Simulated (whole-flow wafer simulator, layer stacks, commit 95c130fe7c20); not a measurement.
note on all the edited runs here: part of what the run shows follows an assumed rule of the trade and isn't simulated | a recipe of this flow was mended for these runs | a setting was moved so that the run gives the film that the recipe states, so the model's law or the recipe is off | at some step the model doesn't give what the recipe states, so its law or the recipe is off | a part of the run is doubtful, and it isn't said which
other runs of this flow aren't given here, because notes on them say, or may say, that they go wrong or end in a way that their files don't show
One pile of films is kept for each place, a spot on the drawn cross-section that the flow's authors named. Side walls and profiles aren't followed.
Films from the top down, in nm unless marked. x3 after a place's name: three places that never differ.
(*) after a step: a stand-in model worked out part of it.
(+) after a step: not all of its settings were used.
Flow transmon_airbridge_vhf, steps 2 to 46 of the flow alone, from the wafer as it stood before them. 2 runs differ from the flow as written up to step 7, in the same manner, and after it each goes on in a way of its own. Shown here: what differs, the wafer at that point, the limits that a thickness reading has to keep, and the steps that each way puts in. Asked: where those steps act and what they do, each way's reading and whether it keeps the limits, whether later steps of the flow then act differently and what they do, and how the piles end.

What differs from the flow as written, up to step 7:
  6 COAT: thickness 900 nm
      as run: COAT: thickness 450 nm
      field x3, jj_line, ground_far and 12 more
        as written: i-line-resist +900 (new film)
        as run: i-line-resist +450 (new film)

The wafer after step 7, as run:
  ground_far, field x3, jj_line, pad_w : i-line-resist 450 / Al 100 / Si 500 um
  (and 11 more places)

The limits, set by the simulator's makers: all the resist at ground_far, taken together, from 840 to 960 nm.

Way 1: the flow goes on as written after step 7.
  The reading after step 7: 450 nm, outside the limits.
  Later steps of the flow that act differently than as written:
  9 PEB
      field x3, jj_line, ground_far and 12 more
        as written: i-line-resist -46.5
        this way: i-line-resist -22.7
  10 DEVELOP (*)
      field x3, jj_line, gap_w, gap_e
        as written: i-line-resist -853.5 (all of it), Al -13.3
        this way: i-line-resist -427.3 (all of it), Al -13.3
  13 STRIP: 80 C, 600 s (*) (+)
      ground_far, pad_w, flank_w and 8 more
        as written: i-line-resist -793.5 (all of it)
        this way: i-line-resist -367.3 (all of it)
  At the end the piles are the same as the flow's at every place that both follow.

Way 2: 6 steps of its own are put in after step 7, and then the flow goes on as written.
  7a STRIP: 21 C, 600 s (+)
      field x3, jj_line, ground_far and 12 more
        i-line-resist -450 (all of it)
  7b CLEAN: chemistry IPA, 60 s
      changes no film at any place that is followed
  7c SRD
      changes no film at any place that is followed
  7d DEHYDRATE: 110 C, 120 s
      changes no film at any place that is followed
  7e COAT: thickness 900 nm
      field x3, jj_line, ground_far and 12 more
        i-line-resist +900 (new film)
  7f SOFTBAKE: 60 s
      changes no film at any place that is followed
  The reading after step 7f: 900 nm, within the limits.
  No later step of the flow acts differently than as written at any place that is followed.
  At the end the piles are the same as the flow's at every place that both follow.

Within the limits: way 2. Outside them: way 1.
